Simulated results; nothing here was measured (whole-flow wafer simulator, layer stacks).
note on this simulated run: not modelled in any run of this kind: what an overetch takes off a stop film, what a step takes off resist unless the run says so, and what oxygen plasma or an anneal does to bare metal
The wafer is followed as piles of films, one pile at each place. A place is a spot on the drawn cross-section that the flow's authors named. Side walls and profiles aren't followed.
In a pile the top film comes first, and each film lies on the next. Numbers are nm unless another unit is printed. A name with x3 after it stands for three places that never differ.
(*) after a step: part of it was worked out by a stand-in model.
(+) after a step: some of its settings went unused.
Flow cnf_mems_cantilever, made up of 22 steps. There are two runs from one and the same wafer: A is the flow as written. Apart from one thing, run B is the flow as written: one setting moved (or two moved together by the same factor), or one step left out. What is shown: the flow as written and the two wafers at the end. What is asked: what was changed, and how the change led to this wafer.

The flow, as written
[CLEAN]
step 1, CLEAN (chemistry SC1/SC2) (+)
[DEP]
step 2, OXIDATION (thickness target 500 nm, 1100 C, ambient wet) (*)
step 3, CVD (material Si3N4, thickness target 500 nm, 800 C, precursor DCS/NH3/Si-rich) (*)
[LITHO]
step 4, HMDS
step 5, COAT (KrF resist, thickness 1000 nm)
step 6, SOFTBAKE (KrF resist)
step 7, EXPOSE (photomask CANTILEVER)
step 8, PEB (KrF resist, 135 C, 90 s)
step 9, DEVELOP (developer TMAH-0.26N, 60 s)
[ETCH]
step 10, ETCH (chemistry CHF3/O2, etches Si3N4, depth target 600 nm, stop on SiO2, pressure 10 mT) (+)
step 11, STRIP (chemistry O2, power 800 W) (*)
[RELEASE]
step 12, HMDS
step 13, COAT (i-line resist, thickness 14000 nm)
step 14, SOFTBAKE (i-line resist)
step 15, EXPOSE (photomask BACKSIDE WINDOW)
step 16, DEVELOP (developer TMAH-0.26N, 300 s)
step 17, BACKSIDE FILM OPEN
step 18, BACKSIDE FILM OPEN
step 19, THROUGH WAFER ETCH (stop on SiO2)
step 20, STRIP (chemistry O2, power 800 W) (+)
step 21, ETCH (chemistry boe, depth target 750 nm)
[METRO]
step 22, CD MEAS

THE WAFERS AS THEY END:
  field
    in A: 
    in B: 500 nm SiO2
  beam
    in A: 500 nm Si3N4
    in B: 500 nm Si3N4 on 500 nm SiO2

What caused this: step 21, ETCH: chemistry boe, depth target 750 nm, was not run.

How this came from the change, step by step:
  (no step that both runs have acts differently)
